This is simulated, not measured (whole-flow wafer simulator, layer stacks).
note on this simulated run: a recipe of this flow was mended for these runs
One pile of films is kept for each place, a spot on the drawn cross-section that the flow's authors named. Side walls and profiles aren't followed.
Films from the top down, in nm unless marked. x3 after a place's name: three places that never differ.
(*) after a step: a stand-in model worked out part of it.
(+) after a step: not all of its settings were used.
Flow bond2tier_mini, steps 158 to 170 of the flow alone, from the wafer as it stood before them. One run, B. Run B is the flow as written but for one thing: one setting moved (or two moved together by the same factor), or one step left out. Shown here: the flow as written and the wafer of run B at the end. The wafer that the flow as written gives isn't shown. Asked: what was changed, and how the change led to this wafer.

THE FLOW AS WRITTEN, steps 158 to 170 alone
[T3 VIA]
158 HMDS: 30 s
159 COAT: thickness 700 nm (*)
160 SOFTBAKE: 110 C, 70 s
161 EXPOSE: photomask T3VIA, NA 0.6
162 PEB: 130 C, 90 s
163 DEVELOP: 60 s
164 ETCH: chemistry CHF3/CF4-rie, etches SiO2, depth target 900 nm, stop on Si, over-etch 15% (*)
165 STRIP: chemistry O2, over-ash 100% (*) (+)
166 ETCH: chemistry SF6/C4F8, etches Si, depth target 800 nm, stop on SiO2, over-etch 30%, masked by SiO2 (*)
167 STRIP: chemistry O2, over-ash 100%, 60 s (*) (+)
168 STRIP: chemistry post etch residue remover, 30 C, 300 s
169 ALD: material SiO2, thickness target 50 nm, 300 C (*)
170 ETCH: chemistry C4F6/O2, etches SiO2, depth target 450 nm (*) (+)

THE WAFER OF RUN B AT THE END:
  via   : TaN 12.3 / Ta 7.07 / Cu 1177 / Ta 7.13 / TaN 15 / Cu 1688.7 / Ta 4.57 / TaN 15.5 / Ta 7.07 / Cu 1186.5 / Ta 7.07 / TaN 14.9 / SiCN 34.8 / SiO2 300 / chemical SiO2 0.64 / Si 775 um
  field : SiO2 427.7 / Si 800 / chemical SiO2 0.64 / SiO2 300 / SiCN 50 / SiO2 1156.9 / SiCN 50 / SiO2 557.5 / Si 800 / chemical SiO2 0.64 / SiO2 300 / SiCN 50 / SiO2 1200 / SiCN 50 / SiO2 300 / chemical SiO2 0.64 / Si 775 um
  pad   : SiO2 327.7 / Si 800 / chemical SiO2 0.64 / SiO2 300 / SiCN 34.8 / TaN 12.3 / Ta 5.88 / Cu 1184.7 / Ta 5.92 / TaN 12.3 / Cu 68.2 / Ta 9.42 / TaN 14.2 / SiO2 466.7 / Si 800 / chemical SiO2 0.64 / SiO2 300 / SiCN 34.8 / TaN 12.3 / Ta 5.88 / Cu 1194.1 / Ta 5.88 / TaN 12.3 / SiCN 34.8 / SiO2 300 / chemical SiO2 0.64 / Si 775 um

The cause: step 170, ETCH: depth target 612 nm was run, where the flow has depth target 450 nm.

How the change led to this, step by step:
  170 ETCH: chemistry C4F6/O2, etches SiO2, depth target 450 nm (*) (+)
      via: SiO2 -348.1 (all of it), SiCN -34.8 (all of it), TaN -2.61 (as written it would be: SiO2 -348.1 (all of it), SiCN -17.2)
      field, pad: SiO2 -612 (as written it would be: SiO2 -450)
